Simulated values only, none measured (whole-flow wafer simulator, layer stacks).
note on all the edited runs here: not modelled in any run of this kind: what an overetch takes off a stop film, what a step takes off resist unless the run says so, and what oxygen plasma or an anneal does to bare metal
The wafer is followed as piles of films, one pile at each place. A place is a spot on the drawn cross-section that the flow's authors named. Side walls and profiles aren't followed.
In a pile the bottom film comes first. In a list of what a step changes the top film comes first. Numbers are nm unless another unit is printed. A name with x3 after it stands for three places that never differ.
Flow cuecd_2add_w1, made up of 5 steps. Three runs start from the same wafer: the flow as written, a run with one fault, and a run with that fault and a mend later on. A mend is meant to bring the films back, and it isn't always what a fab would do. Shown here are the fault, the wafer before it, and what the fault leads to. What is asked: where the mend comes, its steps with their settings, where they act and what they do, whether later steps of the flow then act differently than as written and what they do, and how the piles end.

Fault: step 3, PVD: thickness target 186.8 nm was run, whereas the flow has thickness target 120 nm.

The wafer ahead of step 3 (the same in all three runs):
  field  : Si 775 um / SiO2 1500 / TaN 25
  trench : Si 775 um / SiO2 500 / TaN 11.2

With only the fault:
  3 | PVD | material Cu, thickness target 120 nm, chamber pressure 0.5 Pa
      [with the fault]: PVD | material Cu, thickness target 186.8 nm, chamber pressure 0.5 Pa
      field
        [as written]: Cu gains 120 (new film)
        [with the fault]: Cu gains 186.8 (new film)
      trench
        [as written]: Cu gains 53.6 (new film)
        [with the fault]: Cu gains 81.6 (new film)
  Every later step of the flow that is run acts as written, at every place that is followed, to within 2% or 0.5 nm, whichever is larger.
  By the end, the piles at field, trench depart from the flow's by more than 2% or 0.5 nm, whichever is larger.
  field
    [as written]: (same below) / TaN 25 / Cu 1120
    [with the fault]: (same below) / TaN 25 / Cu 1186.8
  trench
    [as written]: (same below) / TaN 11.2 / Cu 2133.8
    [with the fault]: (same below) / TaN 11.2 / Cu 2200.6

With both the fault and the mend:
  The mend stands after step 3.
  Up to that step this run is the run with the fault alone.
  3a | ETCH | chemistry cu recess dil, depth target 214.1 nm
      field
        Cu loses 186.8 (all of it)
      trench
        Cu loses 81.6 (all of it)
  3b | PVD | material Cu, thickness target 120 nm, chamber pressure 0.5 Pa (a further turn of the flow's step 3)
      field
        Cu gains 120 (new film)
      trench
        Cu gains 53.6 (new film)
  Every later step of the flow that is run acts as written at every place that is followed.
  The piles end the same as the flow's at every place that both follow.
